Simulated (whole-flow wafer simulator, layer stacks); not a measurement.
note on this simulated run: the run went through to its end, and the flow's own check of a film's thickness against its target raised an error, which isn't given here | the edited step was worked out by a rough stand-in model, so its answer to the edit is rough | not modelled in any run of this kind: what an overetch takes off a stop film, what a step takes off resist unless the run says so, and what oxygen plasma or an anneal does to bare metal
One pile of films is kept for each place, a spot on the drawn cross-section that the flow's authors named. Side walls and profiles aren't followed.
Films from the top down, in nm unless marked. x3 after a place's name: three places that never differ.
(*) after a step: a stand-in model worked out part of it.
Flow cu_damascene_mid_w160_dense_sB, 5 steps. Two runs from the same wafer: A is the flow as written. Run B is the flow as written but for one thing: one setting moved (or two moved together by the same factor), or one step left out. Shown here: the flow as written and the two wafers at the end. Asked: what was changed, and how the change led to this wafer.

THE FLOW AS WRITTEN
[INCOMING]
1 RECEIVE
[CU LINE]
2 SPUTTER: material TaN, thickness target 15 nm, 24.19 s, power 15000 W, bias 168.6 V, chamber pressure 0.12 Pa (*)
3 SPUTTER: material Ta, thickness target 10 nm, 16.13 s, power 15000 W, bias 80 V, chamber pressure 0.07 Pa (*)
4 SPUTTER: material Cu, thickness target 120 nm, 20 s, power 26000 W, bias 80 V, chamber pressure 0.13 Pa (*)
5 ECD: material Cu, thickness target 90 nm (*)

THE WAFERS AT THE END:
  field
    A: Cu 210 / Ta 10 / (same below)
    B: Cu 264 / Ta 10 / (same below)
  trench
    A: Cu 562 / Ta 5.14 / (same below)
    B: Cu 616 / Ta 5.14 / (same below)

The cause: step 5, ECD: thickness target 144 nm was run, where the flow has thickness target 90 nm.

How the change led to this, step by step:
  5 ECD: material Cu, thickness target 90 nm (*)
      field: A Cu +90 | B Cu +144
      trench: A Cu +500 | B Cu +554
